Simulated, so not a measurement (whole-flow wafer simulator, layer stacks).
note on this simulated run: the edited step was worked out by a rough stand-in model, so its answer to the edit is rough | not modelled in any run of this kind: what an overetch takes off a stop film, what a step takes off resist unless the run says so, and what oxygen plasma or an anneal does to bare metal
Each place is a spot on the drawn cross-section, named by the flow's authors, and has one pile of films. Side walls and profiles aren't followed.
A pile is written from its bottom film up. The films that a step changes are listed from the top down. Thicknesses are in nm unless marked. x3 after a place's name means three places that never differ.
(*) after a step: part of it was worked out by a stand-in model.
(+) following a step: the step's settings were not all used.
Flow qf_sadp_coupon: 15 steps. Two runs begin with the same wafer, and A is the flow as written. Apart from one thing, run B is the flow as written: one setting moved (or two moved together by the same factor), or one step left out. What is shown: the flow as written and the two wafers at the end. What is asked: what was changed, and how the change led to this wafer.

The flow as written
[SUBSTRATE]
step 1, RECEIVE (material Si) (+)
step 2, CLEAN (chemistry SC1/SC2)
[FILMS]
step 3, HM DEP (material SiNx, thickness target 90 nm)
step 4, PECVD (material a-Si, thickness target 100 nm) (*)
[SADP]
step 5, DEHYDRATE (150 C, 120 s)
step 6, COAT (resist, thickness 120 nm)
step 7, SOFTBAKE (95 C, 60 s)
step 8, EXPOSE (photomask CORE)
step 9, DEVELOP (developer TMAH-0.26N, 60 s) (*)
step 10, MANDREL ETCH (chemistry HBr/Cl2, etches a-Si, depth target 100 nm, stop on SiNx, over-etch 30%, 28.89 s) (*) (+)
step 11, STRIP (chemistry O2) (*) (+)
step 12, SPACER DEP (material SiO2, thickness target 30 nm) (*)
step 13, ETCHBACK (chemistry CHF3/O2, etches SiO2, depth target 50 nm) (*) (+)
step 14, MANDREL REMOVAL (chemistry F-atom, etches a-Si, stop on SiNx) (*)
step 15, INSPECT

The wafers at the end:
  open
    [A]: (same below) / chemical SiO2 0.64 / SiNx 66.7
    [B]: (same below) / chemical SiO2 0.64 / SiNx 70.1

What caused this: step 4, PECVD: thickness target 124 nm was run, while the flow as written has thickness target 100 nm.

The path from the change to this, step by step:
  step 4, PECVD (material a-Si, thickness target 100 nm) (*)
      m, open: A a-Si gains 100 (new film) | B a-Si gains 124 (new film)
  step 10, MANDREL ETCH (chemistry HBr/Cl2, etches a-Si, depth target 100 nm, stop on SiNx, over-etch 30%, 28.89 s) (*) (+)
      open: A a-Si loses 100 (all of it), SiNx loses 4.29 | B a-Si loses 124 (all of it), SiNx loses 0.86
  step 14, MANDREL REMOVAL (chemistry F-atom, etches a-Si, stop on SiNx) (*)
      m: A a-Si loses 95.8 (all of it) | B a-Si loses 119.8 (all of it)
